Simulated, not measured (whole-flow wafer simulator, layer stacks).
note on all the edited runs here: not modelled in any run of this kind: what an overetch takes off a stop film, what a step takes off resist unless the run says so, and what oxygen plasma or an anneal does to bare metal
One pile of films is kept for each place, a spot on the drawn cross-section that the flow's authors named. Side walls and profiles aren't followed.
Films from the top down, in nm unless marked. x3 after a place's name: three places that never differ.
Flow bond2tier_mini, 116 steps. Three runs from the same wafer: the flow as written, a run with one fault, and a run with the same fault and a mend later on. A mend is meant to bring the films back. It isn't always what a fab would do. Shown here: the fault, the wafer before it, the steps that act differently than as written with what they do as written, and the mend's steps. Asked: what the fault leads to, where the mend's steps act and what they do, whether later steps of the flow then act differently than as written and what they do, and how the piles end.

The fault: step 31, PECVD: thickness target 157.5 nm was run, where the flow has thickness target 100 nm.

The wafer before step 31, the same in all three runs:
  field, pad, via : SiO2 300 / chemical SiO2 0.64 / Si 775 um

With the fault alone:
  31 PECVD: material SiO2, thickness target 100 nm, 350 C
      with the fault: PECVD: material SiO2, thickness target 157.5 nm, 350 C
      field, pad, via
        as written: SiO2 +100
        with the fault: SiO2 +157.5
  No later step of the flow acts differently than as written at any place that is followed.
  At the end the piles differ from the flow's by more than 2% or 0.5 nm, whichever is larger, at field, pad.
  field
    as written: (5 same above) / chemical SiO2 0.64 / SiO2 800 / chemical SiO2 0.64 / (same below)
    with the fault: (5 same above) / chemical SiO2 0.64 / SiO2 857.5 / chemical SiO2 0.64 / (same below)
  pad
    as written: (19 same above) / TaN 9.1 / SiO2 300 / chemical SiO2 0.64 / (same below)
    with the fault: (19 same above) / TaN 9.1 / SiO2 357.5 / chemical SiO2 0.64 / (same below)

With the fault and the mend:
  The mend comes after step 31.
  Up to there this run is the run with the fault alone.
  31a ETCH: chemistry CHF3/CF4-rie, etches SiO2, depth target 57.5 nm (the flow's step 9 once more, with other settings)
      field, pad, via
        SiO2 -57.5
  No later step of the flow acts differently than as written at any place that is followed.
  At the end the piles are the same as the flow's at every place that both follow.
